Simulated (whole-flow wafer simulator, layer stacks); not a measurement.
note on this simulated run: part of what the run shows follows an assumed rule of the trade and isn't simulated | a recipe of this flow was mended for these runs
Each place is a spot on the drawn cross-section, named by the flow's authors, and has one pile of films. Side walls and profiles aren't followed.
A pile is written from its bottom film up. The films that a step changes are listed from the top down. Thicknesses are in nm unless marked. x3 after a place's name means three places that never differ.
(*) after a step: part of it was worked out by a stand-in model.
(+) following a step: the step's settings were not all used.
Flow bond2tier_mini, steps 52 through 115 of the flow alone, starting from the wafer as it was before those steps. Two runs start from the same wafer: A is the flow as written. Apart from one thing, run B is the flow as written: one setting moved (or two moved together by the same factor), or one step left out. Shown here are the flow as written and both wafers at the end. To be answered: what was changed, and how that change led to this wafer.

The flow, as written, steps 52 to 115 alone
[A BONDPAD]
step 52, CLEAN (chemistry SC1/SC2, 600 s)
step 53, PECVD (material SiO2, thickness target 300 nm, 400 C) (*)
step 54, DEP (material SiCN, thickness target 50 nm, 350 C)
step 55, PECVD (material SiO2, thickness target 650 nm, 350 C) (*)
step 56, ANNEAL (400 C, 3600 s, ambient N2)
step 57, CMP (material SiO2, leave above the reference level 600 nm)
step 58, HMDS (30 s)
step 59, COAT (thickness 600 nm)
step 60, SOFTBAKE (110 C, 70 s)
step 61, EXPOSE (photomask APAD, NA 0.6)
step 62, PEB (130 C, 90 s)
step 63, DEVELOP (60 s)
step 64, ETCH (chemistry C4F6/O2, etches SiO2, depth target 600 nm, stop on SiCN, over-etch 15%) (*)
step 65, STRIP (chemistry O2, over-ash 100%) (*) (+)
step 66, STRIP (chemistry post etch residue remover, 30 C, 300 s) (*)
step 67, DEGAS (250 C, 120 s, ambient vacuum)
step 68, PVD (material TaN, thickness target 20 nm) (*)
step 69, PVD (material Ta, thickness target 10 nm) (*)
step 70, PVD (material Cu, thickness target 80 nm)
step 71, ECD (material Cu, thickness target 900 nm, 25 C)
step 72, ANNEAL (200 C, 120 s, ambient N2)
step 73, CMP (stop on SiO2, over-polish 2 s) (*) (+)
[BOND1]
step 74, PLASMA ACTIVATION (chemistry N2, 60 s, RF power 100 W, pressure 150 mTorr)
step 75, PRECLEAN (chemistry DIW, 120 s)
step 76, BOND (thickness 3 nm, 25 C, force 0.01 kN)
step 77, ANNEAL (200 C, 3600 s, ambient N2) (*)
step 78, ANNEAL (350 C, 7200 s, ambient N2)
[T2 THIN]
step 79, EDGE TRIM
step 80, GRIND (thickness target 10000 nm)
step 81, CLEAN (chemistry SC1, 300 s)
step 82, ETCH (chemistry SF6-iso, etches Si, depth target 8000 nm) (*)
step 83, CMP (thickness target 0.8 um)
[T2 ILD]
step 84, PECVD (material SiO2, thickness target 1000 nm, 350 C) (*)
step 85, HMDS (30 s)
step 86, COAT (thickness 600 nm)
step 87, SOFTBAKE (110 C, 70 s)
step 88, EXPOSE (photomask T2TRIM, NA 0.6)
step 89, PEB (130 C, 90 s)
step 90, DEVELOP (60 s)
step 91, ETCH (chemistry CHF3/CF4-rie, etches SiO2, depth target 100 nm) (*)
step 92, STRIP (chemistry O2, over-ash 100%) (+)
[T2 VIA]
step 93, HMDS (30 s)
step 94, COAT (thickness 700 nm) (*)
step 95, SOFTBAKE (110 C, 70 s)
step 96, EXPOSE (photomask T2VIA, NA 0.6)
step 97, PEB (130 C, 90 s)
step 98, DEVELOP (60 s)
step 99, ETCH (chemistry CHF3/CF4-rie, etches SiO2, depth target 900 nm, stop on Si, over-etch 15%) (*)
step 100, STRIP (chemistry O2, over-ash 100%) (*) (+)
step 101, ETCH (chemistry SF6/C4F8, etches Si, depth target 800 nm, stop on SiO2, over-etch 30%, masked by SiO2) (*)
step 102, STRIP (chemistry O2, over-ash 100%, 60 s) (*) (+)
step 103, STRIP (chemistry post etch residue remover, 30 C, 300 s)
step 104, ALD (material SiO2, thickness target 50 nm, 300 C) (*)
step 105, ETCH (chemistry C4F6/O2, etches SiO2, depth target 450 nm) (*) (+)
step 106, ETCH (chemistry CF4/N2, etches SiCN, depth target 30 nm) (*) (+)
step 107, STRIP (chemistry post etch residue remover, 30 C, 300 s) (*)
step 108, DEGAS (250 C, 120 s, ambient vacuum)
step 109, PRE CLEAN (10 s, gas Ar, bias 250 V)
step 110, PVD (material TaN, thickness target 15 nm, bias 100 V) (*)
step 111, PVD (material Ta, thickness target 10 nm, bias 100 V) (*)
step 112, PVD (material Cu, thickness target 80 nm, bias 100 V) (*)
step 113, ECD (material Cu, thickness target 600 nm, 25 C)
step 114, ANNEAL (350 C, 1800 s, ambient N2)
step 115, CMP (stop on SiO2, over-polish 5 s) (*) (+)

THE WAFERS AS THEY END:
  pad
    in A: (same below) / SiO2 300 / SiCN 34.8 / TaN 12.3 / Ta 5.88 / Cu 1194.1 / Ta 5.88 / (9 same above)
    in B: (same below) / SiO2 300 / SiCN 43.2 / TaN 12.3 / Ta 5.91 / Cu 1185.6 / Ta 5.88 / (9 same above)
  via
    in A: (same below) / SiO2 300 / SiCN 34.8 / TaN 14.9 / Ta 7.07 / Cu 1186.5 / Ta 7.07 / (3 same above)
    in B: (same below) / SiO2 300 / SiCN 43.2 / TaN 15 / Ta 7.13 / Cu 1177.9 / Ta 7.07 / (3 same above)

Cause: step 64, ETCH: depth target 556.8 nm was run, whereas the flow has depth target 600 nm.

The path from the change to this, step by step:
  step 64, ETCH (chemistry C4F6/O2, etches SiO2, depth target 600 nm, stop on SiCN, over-etch 15%) (*)
      pad, via: A SiO2 loses 600 (all of it), SiCN loses 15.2 | B SiO2 loses 600 (all of it), SiCN loses 6.8
      field: A thick-KrF-resist loses 115 | B thick-KrF-resist loses 106.7
